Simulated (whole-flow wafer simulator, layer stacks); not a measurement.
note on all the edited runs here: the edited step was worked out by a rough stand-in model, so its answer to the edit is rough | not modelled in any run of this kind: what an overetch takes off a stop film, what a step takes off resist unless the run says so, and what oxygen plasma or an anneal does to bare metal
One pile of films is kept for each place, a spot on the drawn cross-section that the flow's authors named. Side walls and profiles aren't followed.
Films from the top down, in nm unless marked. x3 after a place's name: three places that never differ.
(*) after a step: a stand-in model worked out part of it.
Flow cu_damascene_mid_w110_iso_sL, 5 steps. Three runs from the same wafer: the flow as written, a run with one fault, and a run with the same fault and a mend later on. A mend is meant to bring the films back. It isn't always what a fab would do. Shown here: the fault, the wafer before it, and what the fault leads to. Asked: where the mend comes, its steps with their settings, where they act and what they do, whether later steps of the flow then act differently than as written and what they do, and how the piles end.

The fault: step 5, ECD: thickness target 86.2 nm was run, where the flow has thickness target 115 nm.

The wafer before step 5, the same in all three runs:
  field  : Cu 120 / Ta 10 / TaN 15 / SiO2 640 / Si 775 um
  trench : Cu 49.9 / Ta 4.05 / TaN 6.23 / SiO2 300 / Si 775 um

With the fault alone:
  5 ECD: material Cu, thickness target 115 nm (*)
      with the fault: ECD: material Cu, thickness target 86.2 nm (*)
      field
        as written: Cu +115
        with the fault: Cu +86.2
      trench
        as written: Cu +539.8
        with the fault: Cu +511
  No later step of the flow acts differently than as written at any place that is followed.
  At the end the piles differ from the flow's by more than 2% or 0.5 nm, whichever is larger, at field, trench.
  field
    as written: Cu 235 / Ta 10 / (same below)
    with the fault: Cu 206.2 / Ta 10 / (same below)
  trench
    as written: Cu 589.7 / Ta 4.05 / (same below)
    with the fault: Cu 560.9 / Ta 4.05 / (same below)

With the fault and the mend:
  The mend comes after step 5.
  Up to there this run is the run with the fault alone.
  5a ECD: material Cu, thickness target 28.8 nm (the flow's step 5 once more, with other settings)
      field, trench
        Cu +28.8
  No later step of the flow acts differently than as written at any place that is followed.
  At the end the piles are the same as the flow's at every place that both follow.
